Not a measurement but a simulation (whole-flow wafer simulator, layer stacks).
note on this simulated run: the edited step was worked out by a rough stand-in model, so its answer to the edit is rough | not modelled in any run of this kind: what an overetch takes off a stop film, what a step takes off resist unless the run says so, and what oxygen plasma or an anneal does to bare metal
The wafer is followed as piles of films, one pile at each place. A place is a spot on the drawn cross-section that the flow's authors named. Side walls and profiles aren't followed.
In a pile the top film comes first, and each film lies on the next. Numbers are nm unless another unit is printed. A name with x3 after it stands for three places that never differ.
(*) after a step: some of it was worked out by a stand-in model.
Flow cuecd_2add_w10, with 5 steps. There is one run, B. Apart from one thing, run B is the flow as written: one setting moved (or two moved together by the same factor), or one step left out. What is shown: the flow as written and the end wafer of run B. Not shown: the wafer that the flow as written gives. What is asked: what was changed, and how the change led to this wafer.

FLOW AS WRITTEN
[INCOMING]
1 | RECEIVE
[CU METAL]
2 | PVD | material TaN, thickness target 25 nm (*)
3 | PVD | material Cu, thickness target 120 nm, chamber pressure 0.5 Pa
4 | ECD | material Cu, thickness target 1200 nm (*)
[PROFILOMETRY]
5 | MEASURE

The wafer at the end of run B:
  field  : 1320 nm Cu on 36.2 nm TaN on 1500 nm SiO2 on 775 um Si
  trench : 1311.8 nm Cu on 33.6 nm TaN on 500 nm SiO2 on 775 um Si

What caused this: step 2, PVD: thickness target 36.2 nm was run, though the flow has thickness target 25 nm.
One can read it off the wafer: field has TaN 36.2, and step 2 as written asks for 25 nm.

Step by step, how the change led to this:
  2 | PVD | material TaN, thickness target 25 nm (*)
      field: +36.2 TaN (new film) (as written it would have been: +25 TaN (new film))
      trench: +33.6 TaN (new film) (as written it would have been: +23.2 TaN (new film))
